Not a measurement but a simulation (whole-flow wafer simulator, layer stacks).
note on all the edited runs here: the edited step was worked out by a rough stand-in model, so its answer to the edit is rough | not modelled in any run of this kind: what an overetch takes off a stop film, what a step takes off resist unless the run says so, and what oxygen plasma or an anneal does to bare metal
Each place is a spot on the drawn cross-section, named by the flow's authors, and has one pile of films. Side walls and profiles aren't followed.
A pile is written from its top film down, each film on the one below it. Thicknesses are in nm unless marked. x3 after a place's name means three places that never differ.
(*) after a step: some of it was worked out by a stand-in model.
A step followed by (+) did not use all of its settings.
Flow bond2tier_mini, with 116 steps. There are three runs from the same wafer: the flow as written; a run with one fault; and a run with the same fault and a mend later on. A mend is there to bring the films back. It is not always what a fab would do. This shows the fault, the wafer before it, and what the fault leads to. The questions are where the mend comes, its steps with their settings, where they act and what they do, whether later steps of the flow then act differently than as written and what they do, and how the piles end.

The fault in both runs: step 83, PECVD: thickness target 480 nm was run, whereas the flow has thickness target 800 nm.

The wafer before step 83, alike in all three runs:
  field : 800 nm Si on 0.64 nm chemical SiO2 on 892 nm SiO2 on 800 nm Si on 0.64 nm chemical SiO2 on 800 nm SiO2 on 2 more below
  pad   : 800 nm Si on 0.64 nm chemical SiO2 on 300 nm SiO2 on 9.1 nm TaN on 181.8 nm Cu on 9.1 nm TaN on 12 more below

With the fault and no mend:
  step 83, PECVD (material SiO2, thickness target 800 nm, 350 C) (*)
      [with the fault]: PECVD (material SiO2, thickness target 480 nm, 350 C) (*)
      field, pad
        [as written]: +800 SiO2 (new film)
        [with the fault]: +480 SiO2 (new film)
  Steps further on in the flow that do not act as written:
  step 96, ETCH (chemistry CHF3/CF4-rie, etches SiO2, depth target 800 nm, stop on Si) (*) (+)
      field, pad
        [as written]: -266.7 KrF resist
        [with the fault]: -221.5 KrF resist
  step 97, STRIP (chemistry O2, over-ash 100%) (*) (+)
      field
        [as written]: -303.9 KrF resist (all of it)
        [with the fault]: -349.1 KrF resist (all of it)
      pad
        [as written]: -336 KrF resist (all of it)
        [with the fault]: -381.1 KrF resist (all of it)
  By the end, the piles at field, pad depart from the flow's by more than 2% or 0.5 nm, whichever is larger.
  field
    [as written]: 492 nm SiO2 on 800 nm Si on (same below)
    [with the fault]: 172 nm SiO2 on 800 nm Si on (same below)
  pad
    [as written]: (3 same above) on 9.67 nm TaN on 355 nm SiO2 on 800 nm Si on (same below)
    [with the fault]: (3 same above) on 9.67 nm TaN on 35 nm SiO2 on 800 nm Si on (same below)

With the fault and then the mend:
  After step 88 comes the mend.
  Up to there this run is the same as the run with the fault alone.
  step 88a, STRIP (chemistry O2, over-ash 100%) (+)
      field
        -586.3 KrF resist (all of it)
  step 88b, PECVD (material SiO2, thickness target 320 nm, 350 C) (*) (the flow's step 83, run once more with other settings)
      field, pad
        +320 SiO2
  step 88c, COAT (KrF resist, thickness 600 nm) (the flow's step 84, run once more)
      field, pad
        +600 KrF resist (new film)
  step 88d, SOFTBAKE (KrF resist) (the flow's step 85, run once more)
      does not change any film at any place that is followed
  step 88e, EXPOSE (photomask T3TRIM, NA 0.6) (the flow's step 86, run once more)
      does not change any film at any place that is followed
  step 88f, PEB (KrF resist) (the flow's step 87, run once more)
      does not change any film at any place that is followed
  step 88g, DEVELOP (developer TMAH-0.26N, 60 s) (the flow's step 88, run once more)
      field
        -13.7 KrF resist
      pad
        -600 KrF resist (all of it)
  Every later step of the flow that is run acts as written at every place that is followed.
  The piles end the same as the flow's at every place that both follow.
